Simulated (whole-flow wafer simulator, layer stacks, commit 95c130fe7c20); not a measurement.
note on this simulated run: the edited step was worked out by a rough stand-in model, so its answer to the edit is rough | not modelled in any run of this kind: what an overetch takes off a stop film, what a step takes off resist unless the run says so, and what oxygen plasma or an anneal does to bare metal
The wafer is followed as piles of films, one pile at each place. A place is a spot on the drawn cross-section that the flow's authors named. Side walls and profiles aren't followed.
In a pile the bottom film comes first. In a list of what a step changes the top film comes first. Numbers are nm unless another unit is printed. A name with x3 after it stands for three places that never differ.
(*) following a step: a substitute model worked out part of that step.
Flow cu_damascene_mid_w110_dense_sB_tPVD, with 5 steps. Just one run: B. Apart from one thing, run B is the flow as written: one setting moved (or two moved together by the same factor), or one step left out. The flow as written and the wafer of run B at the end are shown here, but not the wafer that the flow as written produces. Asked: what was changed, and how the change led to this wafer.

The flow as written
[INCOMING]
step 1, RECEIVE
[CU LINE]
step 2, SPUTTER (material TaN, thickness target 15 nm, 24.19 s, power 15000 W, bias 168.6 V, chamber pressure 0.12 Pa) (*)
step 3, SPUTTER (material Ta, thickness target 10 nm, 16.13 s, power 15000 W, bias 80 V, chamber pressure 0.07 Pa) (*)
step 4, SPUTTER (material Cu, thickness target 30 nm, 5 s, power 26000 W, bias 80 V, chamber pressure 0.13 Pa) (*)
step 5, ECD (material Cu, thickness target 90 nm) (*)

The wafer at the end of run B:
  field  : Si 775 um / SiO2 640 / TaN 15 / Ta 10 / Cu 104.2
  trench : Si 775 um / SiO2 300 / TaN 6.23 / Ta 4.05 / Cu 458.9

What caused this: step 5, ECD: thickness target 74.2 nm was run, whereas the flow has thickness target 90 nm.

Step by step, how the change led to this:
  step 5, ECD (material Cu, thickness target 90 nm) (*)
      field: Cu gains 74.2 (it would be, as written: Cu gains 90)
      trench: Cu gains 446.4 (it would be, as written: Cu gains 462.2)
